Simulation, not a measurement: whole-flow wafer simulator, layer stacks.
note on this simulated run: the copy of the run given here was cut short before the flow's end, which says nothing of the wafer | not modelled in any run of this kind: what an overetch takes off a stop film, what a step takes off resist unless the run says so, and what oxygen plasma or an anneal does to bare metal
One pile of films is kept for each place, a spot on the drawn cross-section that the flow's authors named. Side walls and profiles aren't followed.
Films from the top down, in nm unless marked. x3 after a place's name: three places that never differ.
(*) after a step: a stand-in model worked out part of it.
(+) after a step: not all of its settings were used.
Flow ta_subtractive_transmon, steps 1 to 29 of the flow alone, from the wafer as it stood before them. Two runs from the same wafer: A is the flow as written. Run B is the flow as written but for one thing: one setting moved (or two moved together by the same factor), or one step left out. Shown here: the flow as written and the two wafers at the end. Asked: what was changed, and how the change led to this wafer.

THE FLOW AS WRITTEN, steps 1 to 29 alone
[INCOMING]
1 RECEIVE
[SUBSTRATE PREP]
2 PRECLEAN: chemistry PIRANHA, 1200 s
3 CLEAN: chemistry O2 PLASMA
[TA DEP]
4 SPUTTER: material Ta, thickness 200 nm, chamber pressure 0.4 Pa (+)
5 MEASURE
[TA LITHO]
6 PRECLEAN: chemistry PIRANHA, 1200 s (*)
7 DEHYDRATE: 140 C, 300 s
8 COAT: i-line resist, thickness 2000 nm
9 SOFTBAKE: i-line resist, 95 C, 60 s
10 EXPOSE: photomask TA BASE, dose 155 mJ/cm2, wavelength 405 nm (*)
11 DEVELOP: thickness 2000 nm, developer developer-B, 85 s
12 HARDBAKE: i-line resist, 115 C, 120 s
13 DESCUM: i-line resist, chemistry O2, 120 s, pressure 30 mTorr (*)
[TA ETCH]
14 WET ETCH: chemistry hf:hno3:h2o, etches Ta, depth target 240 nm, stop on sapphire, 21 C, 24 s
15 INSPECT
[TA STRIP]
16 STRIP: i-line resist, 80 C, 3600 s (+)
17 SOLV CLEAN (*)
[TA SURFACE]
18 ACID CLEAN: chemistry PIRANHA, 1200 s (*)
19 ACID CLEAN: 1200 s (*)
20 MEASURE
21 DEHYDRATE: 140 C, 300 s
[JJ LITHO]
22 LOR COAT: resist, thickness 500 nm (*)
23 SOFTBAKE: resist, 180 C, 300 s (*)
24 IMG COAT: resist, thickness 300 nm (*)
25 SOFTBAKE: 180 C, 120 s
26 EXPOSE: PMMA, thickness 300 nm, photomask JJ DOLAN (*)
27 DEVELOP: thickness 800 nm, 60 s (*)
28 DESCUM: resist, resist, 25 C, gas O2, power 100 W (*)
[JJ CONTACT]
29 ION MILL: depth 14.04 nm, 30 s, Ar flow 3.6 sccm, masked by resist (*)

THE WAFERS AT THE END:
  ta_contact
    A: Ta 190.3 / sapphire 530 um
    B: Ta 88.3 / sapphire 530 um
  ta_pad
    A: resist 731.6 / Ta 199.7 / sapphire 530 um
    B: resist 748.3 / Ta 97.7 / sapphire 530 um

The cause: step 4, SPUTTER: thickness 98 nm was run, where the flow has thickness 200 nm.

How the change led to this, step by step:
  4 SPUTTER: material Ta, thickness 200 nm, chamber pressure 0.4 Pa (+)
      field x2, jj_line, lead, ta_contact, ta_pad: A Ta +200 (new film) | B Ta +98 (new film)
  14 WET ETCH: chemistry hf:hno3:h2o, etches Ta, depth target 240 nm, stop on sapphire, 21 C, 24 s
      field x2, jj_line, lead: A Ta -200 (all of it) | B Ta -98 (all of it)
  22 LOR COAT: resist, thickness 500 nm (*)
      lead: A resist +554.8 (new film) | B resist +527.8 (new film)
      ta_contact: A resist +443.8 (new film) | B resist +471.2 (new film)
  24 IMG COAT: resist, thickness 300 nm (*)
      lead: A resist +312.6 | B resist +306.1
      ta_contact: A resist +287.4 | B resist +294
      (and at 1 more place)
  27 DEVELOP: thickness 800 nm, 60 s (*)
      lead: A resist -867.4 (all of it) | B resist -833.9 (all of it)
      ta_contact: A resist -731.2 (all of it) | B resist -765.2 (all of it)
